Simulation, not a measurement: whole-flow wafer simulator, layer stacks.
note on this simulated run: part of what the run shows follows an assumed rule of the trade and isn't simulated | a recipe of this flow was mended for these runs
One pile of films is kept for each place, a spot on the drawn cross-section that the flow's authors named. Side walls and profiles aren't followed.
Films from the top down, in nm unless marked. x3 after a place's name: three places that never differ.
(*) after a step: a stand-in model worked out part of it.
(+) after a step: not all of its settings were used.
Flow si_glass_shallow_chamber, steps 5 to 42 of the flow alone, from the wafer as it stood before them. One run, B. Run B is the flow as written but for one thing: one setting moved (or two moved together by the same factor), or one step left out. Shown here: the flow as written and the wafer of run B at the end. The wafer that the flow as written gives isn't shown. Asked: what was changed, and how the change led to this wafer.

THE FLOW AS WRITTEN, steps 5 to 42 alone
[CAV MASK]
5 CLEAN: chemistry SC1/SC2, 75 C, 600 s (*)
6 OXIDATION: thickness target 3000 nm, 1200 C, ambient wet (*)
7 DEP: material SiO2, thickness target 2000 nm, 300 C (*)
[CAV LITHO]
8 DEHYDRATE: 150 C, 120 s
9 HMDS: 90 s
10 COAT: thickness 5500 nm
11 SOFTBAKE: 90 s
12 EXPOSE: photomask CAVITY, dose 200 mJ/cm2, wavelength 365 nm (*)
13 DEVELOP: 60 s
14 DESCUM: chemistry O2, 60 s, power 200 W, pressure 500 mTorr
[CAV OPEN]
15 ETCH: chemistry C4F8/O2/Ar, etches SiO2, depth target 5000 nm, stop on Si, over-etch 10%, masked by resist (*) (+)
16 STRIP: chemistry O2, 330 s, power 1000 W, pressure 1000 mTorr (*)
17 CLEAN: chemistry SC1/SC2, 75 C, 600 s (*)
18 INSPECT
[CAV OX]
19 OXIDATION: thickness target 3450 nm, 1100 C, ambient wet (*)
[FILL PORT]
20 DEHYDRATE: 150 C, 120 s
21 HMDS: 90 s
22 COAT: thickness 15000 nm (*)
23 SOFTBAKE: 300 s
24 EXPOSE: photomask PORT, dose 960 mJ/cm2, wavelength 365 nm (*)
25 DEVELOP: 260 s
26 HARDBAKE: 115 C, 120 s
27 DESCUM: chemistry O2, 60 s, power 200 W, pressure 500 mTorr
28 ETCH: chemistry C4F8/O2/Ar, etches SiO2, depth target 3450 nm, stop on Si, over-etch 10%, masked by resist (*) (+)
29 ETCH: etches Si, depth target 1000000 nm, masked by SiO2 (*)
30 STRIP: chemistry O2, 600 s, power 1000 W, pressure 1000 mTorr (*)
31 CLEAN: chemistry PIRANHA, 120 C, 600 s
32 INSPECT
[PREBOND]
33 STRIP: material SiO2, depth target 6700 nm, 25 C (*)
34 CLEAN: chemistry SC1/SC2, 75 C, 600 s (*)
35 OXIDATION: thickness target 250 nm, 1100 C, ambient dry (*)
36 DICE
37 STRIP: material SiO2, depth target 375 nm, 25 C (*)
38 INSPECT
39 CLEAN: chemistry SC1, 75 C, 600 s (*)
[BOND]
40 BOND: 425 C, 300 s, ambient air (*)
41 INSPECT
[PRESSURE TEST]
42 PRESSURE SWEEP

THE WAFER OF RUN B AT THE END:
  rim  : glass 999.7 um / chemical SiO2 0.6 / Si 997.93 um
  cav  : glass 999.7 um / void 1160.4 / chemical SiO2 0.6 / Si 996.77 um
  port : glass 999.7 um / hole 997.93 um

The cause: step 6, OXIDATION: thickness target 3360 nm was run, where the flow has thickness target 3000 nm; step 15, ETCH: depth target 5600 nm was run, where the flow has depth target 5000 nm.

How the change led to this, step by step:
  6 OXIDATION: thickness target 3000 nm, 1200 C, ambient wet (*)
      rim, ramp, cav, port, septum, ring: SiO2 +3360 (new film), chemical SiO2 -0.6 (all of it), Si -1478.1 (as written it would be: SiO2 +3000 (new film), chemical SiO2 -0.6 (all of it), Si -1319.7)
  15 ETCH: chemistry C4F8/O2/Ar, etches SiO2, depth target 5000 nm, stop on Si, over-etch 10%, masked by resist (*) (+)
      rim, ramp, septum, ring: thick-i-line-resist -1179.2 (as written it would be: thick-i-line-resist -1100)
      cav, port: SiO2 -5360 (all of it), Si -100 (as written it would be: SiO2 -5000 (all of it), Si -62.5)
  19 OXIDATION: thickness target 3450 nm, 1100 C, ambient wet (*)
      rim, ramp, septum, ring: SiO2 +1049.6, Si -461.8 (as written it would be: SiO2 +1110.9, Si -488.8)
  22 COAT: thickness 15000 nm (*)
      rim: thick-i-line-resist +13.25 um (new film) (as written it would be: thick-i-line-resist +13.4 um (new film))
      ramp: thick-i-line-resist +12.7 um (new film) (as written it would be: thick-i-line-resist +12.89 um (new film))
      (and at 4 more places)
  23 SOFTBAKE: 300 s
      rim: thick-i-line-resist -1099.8 (as written it would be: thick-i-line-resist -997)
      ramp: thick-i-line-resist -541.9 (as written it would be: thick-i-line-resist -487.1)
      (and at 4 more places)
  25 DEVELOP: 260 s
      port: thick-i-line-resist -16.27 um (all of it) (as written it would be: thick-i-line-resist -16.16 um (all of it))
  26 HARDBAKE: 115 C, 120 s
      rim, ramp: thick-i-line-resist -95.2 (as written it would be: thick-i-line-resist -98.2)
  29 ETCH: etches Si, depth target 1000000 nm, masked by SiO2 (*)
      rim, ramp: thick-i-line-resist -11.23 um (all of it), SiO2 -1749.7 (as written it would be: thick-i-line-resist -11.47 um (all of it), SiO2 -1617.3)
      port: hole +996.85 um (new film), Si -996.85 um (all of it) (as written it would be: hole +997.05 um (new film), Si -997.05 um (all of it))
      (and at 2 more places)
  30 STRIP: chemistry O2, 600 s, power 1000 W, pressure 1000 mTorr (*)
      cav: thick-i-line-resist -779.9 (all of it) (as written it would be: thick-i-line-resist -669.6 (all of it))
  33 STRIP: material SiO2, depth target 6700 nm, 25 C (*)
      rim, ramp: SiO2 -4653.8 (all of it) (as written it would be: SiO2 -4487.5 (all of it))
      septum: SiO2 -6019.5 (all of it) (as written it would be: SiO2 -5732.1 (all of it))
      (and at 1 more place)
  40 BOND: 425 C, 300 s, ambient air (*)
      cav: glass +999.7 um (new film), void +1160.4 (new film) (as written it would be: glass +999.7 um (new film), void +1095.9 (new film))
      port: glass +999.7 um (new film), hole +1081.7 (as written it would be: glass +999.7 um (new film), hole +1017.3)
